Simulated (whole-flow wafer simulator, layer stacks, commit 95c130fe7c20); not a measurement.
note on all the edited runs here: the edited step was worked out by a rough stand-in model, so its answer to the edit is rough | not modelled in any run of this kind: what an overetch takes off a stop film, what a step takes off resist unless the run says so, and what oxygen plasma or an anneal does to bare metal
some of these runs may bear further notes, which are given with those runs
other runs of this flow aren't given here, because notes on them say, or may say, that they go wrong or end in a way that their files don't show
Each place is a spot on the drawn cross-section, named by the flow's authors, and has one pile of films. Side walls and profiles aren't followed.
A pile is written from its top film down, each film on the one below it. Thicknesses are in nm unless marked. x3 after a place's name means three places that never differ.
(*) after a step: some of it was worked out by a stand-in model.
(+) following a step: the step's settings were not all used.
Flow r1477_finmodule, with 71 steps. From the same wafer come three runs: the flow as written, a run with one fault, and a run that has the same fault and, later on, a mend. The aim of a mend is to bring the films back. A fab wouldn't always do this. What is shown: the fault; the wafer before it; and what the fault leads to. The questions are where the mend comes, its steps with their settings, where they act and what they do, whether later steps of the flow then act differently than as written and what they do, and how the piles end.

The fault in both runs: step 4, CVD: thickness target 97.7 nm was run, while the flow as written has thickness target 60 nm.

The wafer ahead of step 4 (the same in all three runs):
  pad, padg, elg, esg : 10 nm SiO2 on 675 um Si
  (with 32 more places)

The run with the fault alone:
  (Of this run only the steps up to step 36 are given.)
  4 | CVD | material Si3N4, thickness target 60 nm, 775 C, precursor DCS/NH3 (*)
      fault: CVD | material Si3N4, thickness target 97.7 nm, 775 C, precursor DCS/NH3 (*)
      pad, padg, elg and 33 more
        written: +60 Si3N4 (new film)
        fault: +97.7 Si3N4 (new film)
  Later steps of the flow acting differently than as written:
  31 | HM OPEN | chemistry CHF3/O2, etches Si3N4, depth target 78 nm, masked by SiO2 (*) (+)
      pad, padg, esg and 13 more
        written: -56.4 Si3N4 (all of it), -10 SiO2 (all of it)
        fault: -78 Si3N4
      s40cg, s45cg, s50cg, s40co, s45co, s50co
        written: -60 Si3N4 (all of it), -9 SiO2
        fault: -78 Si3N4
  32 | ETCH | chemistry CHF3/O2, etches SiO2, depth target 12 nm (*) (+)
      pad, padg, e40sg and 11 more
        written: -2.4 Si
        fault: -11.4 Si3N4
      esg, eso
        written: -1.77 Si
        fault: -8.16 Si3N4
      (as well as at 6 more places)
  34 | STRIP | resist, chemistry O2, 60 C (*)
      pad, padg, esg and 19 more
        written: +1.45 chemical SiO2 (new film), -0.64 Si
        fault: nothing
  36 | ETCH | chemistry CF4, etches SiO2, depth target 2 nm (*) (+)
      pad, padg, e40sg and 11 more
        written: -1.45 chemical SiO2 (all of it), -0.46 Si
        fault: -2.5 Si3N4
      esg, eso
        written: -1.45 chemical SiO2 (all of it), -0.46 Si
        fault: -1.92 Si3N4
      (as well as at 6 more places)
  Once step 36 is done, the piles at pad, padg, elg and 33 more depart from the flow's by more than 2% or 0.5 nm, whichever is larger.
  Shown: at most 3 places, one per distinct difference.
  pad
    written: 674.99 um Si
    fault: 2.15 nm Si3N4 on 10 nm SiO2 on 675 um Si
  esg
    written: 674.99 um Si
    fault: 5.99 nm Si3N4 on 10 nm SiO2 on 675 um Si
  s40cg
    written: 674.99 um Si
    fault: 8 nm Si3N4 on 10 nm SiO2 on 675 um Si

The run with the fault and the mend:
  The mend follows step 5.
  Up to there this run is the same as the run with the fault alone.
  5a | ETCH | chemistry h3po4, depth target 37.7 nm
      pad, padg, elg and 33 more
        -37.7 Si3N4
  Every later step of the flow that is run acts as written at every place that is followed.
  By the end, the piles equal the flow's at every place that both follow.
